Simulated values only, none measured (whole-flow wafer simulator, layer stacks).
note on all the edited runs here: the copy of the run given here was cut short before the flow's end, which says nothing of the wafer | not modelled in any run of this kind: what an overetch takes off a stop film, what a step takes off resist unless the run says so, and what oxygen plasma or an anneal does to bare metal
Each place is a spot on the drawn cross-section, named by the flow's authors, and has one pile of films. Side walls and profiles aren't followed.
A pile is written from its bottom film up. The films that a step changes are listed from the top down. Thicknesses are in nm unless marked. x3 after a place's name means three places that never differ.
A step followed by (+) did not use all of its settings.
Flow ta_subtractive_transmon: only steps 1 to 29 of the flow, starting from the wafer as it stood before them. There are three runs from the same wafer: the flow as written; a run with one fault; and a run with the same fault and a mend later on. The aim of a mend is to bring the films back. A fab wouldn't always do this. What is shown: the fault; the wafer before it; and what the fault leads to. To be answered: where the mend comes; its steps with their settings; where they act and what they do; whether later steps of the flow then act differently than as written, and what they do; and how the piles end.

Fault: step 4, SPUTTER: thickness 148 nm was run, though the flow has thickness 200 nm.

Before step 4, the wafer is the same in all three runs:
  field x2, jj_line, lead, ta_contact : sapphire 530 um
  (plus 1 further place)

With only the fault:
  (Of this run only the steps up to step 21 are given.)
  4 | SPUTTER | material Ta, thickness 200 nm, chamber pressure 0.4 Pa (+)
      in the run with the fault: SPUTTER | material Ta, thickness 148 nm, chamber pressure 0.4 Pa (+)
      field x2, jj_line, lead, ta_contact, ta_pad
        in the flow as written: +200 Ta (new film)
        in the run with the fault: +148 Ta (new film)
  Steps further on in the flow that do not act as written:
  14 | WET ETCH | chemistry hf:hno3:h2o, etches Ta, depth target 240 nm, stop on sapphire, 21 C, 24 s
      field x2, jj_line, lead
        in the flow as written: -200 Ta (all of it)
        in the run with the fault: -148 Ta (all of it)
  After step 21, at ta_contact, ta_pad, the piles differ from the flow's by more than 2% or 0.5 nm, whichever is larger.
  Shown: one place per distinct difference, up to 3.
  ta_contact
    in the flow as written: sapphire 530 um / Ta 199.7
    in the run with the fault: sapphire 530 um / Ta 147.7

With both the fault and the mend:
  The mend follows step 5.
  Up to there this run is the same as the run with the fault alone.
  5a | WET ETCH | chemistry hf:hno3:h2o, etches Ta, depth target 170.2 nm, stop on sapphire, 21 C, 17.02 s
      field x2, jj_line, lead, ta_contact, ta_pad
        -148 Ta (all of it)
  5b | SPUTTER | material Ta, thickness 200 nm, chamber pressure 0.4 Pa (+) (a further turn of the flow's step 4)
      field x2, jj_line, lead, ta_contact, ta_pad
        +200 Ta (new film)
  Every later step of the flow that is run acts as written at every place that is followed.
  The piles end the same as the flow's at every place that both follow.
